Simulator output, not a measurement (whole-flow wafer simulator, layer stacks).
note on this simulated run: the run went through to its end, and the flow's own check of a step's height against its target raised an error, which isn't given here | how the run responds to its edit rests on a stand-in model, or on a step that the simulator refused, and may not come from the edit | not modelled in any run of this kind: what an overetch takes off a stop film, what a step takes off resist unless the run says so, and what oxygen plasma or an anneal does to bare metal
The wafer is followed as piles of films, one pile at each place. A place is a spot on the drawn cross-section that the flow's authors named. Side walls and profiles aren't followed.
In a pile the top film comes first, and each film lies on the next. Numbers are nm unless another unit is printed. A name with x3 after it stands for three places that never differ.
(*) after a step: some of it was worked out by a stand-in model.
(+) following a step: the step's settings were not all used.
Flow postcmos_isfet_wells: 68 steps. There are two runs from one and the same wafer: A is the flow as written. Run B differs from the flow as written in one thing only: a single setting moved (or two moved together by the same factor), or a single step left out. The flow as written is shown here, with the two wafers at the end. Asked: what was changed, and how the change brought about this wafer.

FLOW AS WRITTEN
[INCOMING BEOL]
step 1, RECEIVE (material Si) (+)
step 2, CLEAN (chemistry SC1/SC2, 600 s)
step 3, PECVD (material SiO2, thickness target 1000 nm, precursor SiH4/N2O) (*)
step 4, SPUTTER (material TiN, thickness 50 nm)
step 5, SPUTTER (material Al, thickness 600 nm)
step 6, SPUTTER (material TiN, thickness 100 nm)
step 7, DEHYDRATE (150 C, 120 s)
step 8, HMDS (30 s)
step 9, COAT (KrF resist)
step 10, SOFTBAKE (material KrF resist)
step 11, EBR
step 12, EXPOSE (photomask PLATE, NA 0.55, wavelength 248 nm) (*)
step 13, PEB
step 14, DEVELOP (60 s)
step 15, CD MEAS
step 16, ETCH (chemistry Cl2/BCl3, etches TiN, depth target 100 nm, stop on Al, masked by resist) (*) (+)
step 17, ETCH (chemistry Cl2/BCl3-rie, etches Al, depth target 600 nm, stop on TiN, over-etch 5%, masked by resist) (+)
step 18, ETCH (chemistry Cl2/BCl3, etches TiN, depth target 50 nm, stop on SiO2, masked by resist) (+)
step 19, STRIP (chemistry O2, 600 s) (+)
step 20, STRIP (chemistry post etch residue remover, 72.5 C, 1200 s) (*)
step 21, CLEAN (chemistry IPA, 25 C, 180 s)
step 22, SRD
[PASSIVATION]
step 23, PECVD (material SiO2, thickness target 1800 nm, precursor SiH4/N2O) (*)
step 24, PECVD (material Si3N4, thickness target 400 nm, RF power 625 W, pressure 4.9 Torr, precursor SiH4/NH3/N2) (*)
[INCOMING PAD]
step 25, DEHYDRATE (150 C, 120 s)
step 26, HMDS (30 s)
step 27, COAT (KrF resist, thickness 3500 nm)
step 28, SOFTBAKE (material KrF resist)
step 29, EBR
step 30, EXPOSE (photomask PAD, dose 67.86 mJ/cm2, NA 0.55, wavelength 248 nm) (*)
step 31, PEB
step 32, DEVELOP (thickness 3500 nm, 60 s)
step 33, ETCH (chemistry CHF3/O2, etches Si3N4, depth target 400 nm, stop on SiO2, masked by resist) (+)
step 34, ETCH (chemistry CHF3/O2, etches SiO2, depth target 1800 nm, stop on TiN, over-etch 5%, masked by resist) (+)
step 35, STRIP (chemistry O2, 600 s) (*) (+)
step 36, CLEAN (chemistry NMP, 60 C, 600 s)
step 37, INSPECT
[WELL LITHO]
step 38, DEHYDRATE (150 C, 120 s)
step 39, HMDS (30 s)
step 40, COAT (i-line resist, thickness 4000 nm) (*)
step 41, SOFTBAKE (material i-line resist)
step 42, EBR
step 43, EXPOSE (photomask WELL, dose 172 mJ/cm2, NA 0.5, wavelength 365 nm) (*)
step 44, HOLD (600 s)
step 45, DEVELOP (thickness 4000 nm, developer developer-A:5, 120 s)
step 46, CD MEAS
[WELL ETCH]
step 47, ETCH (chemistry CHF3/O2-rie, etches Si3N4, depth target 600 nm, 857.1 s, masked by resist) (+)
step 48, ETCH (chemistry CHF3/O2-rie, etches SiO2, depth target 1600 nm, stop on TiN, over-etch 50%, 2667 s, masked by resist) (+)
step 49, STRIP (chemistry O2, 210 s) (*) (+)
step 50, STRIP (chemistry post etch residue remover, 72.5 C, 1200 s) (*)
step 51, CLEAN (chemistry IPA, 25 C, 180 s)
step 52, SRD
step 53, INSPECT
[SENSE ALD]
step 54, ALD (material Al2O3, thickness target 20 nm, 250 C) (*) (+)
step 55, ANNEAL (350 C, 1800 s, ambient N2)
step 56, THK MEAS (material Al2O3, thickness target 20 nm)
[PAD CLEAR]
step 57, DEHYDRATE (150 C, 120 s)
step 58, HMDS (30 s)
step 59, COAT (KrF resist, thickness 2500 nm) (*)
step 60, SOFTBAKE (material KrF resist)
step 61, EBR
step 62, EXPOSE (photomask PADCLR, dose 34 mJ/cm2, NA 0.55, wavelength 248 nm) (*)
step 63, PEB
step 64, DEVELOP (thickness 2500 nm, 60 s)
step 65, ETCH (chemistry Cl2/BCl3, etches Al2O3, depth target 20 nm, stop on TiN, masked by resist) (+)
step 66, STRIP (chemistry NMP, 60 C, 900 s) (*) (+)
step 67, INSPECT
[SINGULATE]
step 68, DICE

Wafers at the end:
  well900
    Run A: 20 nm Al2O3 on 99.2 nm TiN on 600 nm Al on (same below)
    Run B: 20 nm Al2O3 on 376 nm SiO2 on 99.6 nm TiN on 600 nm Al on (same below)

The reason: step 48, ETCH: depth target 816 nm was run, though the flow has depth target 1600 nm; step 48, ETCH: 1360 s was run, where the flow has 2667 s.

Step by step, how the change led to this:
  step 48, ETCH (chemistry CHF3/O2-rie, etches SiO2, depth target 1600 nm, stop on TiN, over-etch 50%, 2667 s, masked by resist) (+)
      well900, well1300 x3: A -1600 SiO2 (all of it) | B -1224 SiO2
      field, margin, pad_rim, pad_clr, pad_open: A -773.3 i-line resist | B -394.4 i-line resist
  step 49, STRIP (chemistry O2, 210 s) (*) (+)
      field, margin, pad_rim: A -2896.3 i-line resist (all of it) | B -3275.3 i-line resist (all of it)
      pad_clr: A -1996.5 i-line resist (all of it) | B -2375.4 i-line resist (all of it)
      (and at 1 other place as well)
  step 59, COAT (KrF resist, thickness 2500 nm) (*)
      field: A +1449 KrF resist (new film) | B +1628.8 KrF resist (new film)
      margin: A +1448.9 KrF resist (new film) | B +1628.7 KrF resist (new film)
  step 63, PEB
      field, margin: A -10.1 KrF resist | B -11.4 KrF resist
  step 66, STRIP (chemistry NMP, 60 C, 900 s) (*) (+)
      field: A -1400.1 KrF resist (all of it) | B -1578.7 KrF resist (all of it)
      margin: A -1400.1 KrF resist (all of it) | B -1578.6 KrF resist (all of it)
